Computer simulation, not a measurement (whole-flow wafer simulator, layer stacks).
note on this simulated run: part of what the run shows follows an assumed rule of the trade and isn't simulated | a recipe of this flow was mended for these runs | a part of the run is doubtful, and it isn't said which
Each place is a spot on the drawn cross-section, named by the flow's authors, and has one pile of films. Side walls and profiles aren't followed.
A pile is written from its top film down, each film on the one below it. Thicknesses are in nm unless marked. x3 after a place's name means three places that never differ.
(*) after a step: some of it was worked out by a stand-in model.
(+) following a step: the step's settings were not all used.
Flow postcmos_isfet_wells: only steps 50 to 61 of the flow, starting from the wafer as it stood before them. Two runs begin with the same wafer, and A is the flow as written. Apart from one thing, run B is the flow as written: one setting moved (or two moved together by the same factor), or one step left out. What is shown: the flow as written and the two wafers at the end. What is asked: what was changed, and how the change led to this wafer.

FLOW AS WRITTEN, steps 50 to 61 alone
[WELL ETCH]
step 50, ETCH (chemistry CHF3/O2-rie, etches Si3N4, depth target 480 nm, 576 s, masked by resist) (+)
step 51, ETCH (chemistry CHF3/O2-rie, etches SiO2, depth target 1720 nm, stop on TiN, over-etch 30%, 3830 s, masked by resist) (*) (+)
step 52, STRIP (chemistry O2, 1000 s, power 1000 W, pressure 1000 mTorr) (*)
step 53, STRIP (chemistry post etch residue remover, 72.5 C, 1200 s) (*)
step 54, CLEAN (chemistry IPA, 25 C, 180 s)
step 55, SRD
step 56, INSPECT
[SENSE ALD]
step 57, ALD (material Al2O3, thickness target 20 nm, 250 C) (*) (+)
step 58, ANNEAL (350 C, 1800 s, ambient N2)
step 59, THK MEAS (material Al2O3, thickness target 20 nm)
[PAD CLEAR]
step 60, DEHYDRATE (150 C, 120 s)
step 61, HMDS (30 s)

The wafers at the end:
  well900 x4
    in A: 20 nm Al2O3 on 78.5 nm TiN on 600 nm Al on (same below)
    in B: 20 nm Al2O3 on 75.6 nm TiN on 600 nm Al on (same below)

Cause: step 50, ETCH: depth target 336 nm was run, whereas the flow has depth target 480 nm; step 50, ETCH: 403 s was run, where the flow has 576 s.

Step by step, how the change led to this:
  step 50, ETCH (chemistry CHF3/O2-rie, etches Si3N4, depth target 480 nm, 576 s, masked by resist) (+)
      well900 x4: A Si3N4 loses 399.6 (all of it), SiO2 loses 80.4 | B Si3N4 loses 235.1
      field, margin x2, pad_clr, pad_open: A thick-g/i-line-resist loses 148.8 | B thick-g/i-line-resist loses 104.1
  step 51, ETCH (chemistry CHF3/O2-rie, etches SiO2, depth target 1720 nm, stop on TiN, over-etch 30%, 3830 s, masked by resist) (*) (+)
      well900 x4: A SiO2 loses 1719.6 (all of it), TiN loses 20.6 | B Si3N4 loses 164.6 (all of it), SiO2 loses 1800 (all of it), TiN loses 23.6
  step 52, STRIP (chemistry O2, 1000 s, power 1000 W, pressure 1000 mTorr) (*)
      pad_clr: A thick-g/i-line-resist loses 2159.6 (all of it) | B thick-g/i-line-resist loses 2204.3 (all of it)
